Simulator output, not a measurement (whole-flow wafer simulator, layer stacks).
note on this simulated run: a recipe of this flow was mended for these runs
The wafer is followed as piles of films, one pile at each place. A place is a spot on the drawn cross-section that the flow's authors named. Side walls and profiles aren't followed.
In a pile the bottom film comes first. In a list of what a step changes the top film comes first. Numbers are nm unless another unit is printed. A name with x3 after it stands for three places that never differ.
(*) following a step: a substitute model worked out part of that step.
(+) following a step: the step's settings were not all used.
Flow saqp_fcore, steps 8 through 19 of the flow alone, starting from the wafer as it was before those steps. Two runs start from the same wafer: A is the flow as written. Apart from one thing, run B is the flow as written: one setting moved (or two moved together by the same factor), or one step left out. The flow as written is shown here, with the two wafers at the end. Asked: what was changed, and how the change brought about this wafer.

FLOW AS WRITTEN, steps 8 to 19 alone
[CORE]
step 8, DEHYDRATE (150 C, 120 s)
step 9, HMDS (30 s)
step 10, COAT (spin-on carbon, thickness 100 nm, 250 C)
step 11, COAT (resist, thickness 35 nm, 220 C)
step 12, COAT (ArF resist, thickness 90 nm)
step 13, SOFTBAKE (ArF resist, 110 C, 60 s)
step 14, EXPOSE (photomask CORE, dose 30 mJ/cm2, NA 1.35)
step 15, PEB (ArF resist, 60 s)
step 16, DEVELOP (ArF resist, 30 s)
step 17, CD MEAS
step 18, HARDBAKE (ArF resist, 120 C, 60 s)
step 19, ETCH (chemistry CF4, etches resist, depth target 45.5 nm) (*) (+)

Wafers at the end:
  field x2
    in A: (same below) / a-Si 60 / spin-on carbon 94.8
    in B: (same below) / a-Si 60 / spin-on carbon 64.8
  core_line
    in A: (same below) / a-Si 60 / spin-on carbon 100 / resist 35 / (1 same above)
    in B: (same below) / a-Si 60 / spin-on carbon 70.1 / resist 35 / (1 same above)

Cause: step 10, COAT: thickness 70.1 nm was run, though the flow has thickness 100 nm.
One can read it off the wafer: core_line has spin-on carbon 70.1, and step 10 as written asks for 100 nm.

How this came from the change, step by step:
  step 10, COAT (spin-on carbon, thickness 100 nm, 250 C)
      field x2, core_line: A spin-on carbon gains 100 (new film) | B spin-on carbon gains 70.1 (new film)
